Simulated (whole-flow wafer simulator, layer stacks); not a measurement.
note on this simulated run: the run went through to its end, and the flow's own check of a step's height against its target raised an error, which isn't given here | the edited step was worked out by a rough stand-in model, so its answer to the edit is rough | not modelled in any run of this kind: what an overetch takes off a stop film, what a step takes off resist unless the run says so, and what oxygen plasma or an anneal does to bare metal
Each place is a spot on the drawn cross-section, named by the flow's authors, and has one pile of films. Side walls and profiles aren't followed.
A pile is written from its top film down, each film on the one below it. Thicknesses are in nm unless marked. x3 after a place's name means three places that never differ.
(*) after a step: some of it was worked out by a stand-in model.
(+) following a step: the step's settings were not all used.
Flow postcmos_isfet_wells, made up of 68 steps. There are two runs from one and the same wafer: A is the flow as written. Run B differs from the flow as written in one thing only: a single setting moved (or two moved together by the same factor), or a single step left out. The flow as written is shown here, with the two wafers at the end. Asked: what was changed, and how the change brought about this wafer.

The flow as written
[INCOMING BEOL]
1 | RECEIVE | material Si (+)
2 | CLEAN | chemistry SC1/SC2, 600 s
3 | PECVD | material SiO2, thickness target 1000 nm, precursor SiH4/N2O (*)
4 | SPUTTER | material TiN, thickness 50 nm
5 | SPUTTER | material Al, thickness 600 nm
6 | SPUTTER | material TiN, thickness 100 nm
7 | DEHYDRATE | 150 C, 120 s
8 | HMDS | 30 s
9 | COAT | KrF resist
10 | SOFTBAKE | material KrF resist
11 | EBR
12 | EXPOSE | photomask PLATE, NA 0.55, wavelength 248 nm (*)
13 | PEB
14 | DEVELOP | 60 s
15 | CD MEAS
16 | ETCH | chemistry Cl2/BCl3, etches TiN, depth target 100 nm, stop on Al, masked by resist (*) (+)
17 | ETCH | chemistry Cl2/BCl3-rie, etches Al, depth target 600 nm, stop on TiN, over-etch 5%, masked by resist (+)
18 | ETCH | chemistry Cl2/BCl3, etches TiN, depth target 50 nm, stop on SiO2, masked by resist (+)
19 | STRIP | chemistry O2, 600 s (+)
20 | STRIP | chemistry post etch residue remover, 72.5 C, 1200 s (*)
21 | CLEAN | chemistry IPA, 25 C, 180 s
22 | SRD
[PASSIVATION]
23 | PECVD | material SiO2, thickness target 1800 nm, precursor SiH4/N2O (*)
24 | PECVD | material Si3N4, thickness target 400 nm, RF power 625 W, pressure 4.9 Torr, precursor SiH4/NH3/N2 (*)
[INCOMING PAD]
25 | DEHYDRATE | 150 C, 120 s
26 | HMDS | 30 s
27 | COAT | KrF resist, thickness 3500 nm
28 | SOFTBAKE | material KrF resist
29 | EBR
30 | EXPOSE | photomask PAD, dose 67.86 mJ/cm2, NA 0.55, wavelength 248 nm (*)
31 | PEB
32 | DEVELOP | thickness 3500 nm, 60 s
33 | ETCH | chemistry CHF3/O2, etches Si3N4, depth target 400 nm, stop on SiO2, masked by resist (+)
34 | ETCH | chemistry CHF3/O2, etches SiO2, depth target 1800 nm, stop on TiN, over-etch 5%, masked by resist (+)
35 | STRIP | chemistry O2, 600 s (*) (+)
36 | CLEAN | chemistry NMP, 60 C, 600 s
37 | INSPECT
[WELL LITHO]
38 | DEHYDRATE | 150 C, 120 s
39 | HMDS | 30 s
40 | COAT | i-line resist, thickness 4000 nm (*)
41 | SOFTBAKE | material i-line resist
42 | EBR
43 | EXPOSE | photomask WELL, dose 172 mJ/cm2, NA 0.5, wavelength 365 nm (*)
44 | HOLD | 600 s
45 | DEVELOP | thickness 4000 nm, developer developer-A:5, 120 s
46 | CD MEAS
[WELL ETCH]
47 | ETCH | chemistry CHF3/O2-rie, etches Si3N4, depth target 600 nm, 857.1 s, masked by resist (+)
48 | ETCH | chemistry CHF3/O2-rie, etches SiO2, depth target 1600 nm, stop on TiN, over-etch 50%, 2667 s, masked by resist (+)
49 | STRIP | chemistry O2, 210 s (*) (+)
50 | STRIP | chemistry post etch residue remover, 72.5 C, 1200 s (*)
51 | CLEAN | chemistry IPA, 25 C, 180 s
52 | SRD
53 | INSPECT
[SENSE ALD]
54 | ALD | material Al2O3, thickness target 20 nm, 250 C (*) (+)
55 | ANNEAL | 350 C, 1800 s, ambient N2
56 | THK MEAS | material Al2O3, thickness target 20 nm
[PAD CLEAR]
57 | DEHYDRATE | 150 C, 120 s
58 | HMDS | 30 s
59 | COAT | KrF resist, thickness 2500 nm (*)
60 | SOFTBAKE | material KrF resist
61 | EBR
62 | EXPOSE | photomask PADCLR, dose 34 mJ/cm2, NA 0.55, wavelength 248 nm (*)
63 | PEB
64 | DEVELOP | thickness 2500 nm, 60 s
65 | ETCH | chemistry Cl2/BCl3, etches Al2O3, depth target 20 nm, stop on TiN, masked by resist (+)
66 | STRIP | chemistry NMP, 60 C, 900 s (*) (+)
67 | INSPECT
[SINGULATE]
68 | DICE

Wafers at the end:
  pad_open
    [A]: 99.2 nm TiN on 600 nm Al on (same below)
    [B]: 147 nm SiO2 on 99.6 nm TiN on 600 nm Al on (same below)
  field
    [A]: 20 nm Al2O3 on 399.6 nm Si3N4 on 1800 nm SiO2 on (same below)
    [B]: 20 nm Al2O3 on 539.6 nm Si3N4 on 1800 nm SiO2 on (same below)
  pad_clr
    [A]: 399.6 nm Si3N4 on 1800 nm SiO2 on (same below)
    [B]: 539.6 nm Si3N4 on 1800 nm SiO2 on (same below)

Cause: step 24, PECVD: thickness target 540 nm was run, though the flow has thickness target 400 nm.

How this came from the change, step by step:
  24 | PECVD | material Si3N4, thickness target 400 nm, RF power 625 W, pressure 4.9 Torr, precursor SiH4/NH3/N2 (*)
      field, margin, well900, well1300 x3, pad_rim, pad_clr, pad_open: A +400 Si3N4 (new film) | B +540 Si3N4 (new film)
  33 | ETCH | chemistry CHF3/O2, etches Si3N4, depth target 400 nm, stop on SiO2, masked by resist (+)
      pad_open: A -400 Si3N4 (all of it) | B -400 Si3N4
  34 | ETCH | chemistry CHF3/O2, etches SiO2, depth target 1800 nm, stop on TiN, over-etch 5%, masked by resist (+)
      pad_open: A -1800 SiO2 (all of it) | B -140 Si3N4 (all of it), -1653 SiO2
  47 | ETCH | chemistry CHF3/O2-rie, etches Si3N4, depth target 600 nm, 857.1 s, masked by resist (+)
      well900, well1300 x3: A -400 Si3N4 (all of it), -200 SiO2 | B -540 Si3N4 (all of it), -60 SiO2
  48 | ETCH | chemistry CHF3/O2-rie, etches SiO2, depth target 1600 nm, stop on TiN, over-etch 50%, 2667 s, masked by resist (+)
      well900, well1300 x3: A -1600 SiO2 (all of it) | B -1740 SiO2 (all of it)
  59 | COAT | KrF resist, thickness 2500 nm (*)
      field: A +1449 KrF resist (new film) | B +1382.1 KrF resist (new film)
      margin: A +1448.9 KrF resist (new film) | B +1382 KrF resist (new film)
  66 | STRIP | chemistry NMP, 60 C, 900 s (*) (+)
      field, margin: A -1400.1 KrF resist (all of it) | B -1333.7 KrF resist (all of it)
